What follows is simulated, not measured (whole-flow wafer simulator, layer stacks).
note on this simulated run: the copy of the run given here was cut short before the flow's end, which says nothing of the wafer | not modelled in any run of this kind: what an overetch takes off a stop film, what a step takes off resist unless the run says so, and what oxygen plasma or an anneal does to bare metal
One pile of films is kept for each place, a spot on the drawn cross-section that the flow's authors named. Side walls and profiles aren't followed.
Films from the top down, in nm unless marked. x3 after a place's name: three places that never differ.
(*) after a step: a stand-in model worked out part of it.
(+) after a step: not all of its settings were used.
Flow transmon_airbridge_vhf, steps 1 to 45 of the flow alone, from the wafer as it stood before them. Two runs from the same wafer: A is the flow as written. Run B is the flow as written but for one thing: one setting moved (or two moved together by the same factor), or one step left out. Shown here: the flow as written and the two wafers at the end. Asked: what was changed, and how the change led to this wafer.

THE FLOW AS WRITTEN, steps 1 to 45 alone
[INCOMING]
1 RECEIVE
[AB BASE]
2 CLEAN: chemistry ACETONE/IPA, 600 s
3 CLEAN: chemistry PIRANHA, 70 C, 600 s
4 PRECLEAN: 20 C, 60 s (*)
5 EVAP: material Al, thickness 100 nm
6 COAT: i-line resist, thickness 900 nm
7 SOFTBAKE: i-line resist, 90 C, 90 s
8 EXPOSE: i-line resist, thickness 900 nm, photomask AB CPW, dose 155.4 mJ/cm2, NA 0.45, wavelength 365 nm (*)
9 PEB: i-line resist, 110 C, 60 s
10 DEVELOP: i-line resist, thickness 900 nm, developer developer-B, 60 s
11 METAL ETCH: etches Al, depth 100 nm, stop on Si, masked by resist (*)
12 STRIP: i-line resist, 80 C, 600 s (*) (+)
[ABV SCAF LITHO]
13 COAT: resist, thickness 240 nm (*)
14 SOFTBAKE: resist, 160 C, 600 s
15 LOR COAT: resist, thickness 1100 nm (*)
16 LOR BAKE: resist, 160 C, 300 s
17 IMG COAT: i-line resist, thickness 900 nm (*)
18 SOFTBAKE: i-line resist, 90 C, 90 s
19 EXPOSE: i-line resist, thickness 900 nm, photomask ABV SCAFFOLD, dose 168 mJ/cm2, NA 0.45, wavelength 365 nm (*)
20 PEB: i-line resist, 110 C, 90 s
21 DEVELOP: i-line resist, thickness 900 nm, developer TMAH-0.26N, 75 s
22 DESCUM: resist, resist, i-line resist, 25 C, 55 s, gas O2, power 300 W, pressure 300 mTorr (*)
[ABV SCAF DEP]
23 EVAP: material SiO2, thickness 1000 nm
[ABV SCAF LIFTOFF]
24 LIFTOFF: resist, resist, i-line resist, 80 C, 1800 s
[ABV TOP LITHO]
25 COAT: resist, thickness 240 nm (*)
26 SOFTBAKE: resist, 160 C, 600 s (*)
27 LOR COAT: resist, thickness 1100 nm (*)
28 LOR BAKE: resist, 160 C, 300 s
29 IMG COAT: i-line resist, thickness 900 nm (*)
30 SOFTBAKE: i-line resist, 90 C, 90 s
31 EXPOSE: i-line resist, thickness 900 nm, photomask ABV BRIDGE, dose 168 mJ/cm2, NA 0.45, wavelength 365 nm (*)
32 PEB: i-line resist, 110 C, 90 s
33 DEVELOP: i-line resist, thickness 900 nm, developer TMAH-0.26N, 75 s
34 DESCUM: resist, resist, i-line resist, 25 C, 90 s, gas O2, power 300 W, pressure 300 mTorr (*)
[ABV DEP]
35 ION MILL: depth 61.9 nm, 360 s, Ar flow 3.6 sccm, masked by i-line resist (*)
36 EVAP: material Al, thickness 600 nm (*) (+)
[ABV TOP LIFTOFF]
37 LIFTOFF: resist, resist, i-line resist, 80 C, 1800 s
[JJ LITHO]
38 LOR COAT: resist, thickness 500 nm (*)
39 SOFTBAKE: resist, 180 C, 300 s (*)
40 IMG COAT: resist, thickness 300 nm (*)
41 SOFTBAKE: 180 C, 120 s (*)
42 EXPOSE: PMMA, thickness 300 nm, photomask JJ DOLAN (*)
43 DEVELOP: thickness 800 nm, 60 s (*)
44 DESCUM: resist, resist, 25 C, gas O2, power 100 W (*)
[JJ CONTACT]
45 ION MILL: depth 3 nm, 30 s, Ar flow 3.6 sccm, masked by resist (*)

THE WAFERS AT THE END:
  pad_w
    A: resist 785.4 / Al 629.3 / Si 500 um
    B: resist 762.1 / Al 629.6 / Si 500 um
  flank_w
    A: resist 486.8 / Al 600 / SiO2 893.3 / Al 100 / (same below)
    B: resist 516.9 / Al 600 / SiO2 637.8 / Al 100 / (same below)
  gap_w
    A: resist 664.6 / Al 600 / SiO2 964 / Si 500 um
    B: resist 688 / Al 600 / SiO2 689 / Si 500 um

The cause: step 23, EVAP: thickness 725 nm was run, where the flow has thickness 1000 nm.

How the change led to this, step by step:
  23 EVAP: material SiO2, thickness 1000 nm
      field x3, jj_line, ground_far and 10 more: A SiO2 +1000 (new film) | B SiO2 +725 (new film)
      flank_w, flank_e: A SiO2 +929.3 (new film) | B SiO2 +673.8 (new film)
  24 LIFTOFF: resist, resist, i-line resist, 80 C, 1800 s
      field x3, jj_line, trace_open_s x2: A SiO2 -1000 (all of it), i-line resist -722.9 (all of it), resist -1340 (all of it) | B SiO2 -725 (all of it), i-line resist -722.9 (all of it), resist -1340 (all of it)
      pad_w, pad_e: A SiO2 -1000 (all of it), i-line resist -718 (all of it), resist -1330.2 (all of it) | B SiO2 -725 (all of it), i-line resist -718 (all of it), resist -1330.2 (all of it)
      (and at 1 more place)
  25 COAT: resist, thickness 240 nm (*)
      flank_w, flank_e: A resist +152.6 (new film) | B resist +161.9 (new film)
      gap_w, gap_e: A resist +210.7 (new film) | B resist +222.5 (new film)
      (and at 6 more places)
  27 LOR COAT: resist, thickness 1100 nm (*)
      gap_w, gap_e: A resist +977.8 | B resist +1016
      margin_s, margin_n: A resist +823.4 | B resist +890.7
      (and at 6 more places)
  29 IMG COAT: i-line resist, thickness 900 nm (*)
      gap_w, gap_e: A i-line resist +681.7 (new film) | B i-line resist +748.7 (new film)
      margin_s, margin_n: A i-line resist +603.2 (new film) | B i-line resist +689.9 (new film)
      (and at 7 more places)
  32 PEB: i-line resist, 110 C, 90 s
      pad_w, pad_e: A i-line resist -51 | B i-line resist -49.7
      flank_w, flank_e: A i-line resist -38.3 | B i-line resist -41.1
      (and at 7 more places)
  33 DEVELOP: i-line resist, thickness 900 nm, developer TMAH-0.26N, 75 s
      gap_w, gap_e: A i-line resist -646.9 (all of it), resist -977.8 | B i-line resist -710.4 (all of it), resist -1016
      pad_w: A i-line resist -937.2 (all of it), resist -1247.8 | B i-line resist -913.8 (all of it), resist -1204.8
      (and at 5 more places)
  34 DESCUM: resist, resist, i-line resist, 25 C, 90 s, gas O2, power 300 W, pressure 300 mTorr (*)
      flank_w, flank_e: A resist -152.6 (all of it) | B resist -161.9 (all of it)
      gap_w, gap_e: A resist -210.7 (all of it) | B resist -222.5 (all of it)
      (and at 4 more places)
  37 LIFTOFF: resist, resist, i-line resist, 80 C, 1800 s
      margin_s, margin_n: A Al -600 (all of it), i-line resist -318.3 (all of it), resist -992 (all of it) | B Al -600 (all of it), i-line resist -400.5 (all of it), resist -1075.2 (all of it)
      ground_far: A Al -600 (all of it), i-line resist -717.9 (all of it), resist -1384.9 (all of it) | B Al -600 (all of it), i-line resist -683.6 (all of it), resist -1375.4 (all of it)
  38 LOR COAT: resist, thickness 500 nm (*)
      pad_w, pad_e: A resist +517 (new film) | B resist +501.3 (new film)
      flank_w, flank_e: A resist +306.5 (new film) | B resist +327.7 (new film)
      (and at 6 more places)
  40 IMG COAT: resist, thickness 300 nm (*)
      pad_w, pad_e: A resist +300.1 | B resist +292.6
      flank_w, flank_e: A resist +212.1 | B resist +221
      (and at 6 more places)
